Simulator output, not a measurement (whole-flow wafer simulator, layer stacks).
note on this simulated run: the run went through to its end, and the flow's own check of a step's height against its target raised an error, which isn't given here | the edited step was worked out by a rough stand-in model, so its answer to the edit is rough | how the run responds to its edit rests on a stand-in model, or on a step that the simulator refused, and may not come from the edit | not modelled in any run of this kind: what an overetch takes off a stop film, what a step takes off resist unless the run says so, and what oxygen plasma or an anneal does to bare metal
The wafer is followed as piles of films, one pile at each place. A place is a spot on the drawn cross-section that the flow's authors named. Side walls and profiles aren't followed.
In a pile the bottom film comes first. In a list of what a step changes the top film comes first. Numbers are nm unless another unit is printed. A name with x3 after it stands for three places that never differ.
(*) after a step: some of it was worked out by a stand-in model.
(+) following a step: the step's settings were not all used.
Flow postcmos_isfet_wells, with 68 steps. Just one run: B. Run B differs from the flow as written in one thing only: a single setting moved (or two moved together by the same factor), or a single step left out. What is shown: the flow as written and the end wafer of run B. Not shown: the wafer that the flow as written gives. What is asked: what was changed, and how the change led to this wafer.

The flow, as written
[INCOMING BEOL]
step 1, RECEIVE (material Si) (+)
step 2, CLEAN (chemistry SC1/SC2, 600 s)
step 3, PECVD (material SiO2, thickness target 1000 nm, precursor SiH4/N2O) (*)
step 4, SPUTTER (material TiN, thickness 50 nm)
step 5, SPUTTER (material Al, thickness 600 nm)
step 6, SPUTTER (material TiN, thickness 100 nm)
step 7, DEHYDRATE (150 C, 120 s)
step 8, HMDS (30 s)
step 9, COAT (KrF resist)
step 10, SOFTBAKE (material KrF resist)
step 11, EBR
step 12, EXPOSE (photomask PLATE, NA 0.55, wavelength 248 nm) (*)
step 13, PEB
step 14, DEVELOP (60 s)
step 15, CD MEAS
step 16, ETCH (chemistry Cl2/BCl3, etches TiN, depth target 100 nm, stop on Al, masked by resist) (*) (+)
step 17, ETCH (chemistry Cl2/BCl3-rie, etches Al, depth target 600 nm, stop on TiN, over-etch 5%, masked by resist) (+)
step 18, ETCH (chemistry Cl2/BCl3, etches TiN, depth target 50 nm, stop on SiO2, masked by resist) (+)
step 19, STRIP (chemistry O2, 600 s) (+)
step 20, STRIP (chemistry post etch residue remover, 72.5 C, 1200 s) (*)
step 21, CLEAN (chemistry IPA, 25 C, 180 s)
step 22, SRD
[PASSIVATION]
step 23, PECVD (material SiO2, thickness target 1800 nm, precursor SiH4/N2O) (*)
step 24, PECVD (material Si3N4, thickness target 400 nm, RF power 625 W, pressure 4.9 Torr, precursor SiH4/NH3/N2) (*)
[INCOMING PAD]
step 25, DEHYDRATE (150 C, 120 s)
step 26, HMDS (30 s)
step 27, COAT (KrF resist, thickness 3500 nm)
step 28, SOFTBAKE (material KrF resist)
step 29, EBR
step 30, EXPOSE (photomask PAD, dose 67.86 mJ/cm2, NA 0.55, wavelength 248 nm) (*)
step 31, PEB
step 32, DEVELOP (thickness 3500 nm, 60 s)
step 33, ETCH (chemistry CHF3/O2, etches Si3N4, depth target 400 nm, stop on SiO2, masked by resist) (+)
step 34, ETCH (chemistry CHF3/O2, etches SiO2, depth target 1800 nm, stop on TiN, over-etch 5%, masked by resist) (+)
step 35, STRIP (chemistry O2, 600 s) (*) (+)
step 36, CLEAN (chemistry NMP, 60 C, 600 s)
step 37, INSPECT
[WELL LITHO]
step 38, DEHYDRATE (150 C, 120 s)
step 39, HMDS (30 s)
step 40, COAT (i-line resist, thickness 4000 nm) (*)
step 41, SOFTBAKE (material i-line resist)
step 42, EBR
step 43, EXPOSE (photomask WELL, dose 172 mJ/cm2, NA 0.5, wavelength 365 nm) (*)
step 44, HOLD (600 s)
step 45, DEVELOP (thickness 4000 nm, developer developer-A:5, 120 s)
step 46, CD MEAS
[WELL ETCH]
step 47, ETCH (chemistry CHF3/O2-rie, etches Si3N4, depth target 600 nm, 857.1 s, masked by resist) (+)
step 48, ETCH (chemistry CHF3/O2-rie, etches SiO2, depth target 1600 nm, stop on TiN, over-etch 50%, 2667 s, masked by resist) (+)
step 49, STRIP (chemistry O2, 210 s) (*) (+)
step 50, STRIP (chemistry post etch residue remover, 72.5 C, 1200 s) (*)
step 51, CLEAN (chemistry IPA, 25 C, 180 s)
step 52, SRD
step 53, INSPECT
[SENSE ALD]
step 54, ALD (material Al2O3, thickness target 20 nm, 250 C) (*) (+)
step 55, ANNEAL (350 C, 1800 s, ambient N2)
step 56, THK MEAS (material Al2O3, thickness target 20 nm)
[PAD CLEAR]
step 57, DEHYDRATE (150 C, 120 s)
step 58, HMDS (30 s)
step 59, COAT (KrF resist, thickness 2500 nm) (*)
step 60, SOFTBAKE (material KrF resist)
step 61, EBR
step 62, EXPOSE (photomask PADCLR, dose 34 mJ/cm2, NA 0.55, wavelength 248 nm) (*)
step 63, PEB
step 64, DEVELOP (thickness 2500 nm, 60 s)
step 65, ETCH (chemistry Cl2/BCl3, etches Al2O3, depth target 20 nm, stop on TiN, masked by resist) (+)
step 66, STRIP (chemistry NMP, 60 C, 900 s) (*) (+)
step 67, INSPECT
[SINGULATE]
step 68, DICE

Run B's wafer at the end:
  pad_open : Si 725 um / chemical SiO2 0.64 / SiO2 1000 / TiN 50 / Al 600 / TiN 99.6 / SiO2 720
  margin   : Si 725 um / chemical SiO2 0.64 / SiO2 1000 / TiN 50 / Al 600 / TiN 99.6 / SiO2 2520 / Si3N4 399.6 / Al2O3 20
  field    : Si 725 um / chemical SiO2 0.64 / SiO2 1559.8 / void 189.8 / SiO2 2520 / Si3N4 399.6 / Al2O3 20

Cause: step 23, PECVD: thickness target 2520 nm was run, though the flow has thickness target 1800 nm.
The wafer lets one read it off: margin has SiO2 2520, and step 23 as written asks for 1800 nm.

The path from the change to this, step by step:
  step 23, PECVD (material SiO2, thickness target 1800 nm, precursor SiH4/N2O) (*)
      margin, well900, well1300 x3, pad_rim, pad_clr, pad_open: SiO2 gains 2520 (new film) (as written it would have been: SiO2 gains 1800 (new film))
      field: SiO2 gains 2520 (new film), void gains 189.8 (new film), SiO2 gains 559.8 (as written it would have been: SiO2 gains 1800 (new film), void gains 189.9 (new film), SiO2 gains 559.7)
  step 34, ETCH (chemistry CHF3/O2, etches SiO2, depth target 1800 nm, stop on TiN, over-etch 5%, masked by resist) (+)
      pad_open: SiO2 loses 1800 (as written it would have been: SiO2 loses 1800 (all of it))
  step 48, ETCH (chemistry CHF3/O2-rie, etches SiO2, depth target 1600 nm, stop on TiN, over-etch 50%, 2667 s, masked by resist) (+)
      well900, well1300 x3: SiO2 loses 2320 (all of it) (as written it would have been: SiO2 loses 1600 (all of it))
  step 59, COAT (KrF resist, thickness 2500 nm) (*)
      field: KrF resist gains 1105 (new film) (as written it would have been: KrF resist gains 1449 (new film))
      margin: KrF resist gains 1104.9 (new film) (as written it would have been: KrF resist gains 1448.9 (new film))
  step 63, PEB
      field, margin: KrF resist loses 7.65 (as written it would have been: KrF resist loses 10.1)
  step 66, STRIP (chemistry NMP, 60 C, 900 s) (*) (+)
      field: KrF resist loses 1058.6 (all of it) (as written it would have been: KrF resist loses 1400.1 (all of it))
      margin: KrF resist loses 1058.5 (all of it) (as written it would have been: KrF resist loses 1400.1 (all of it))
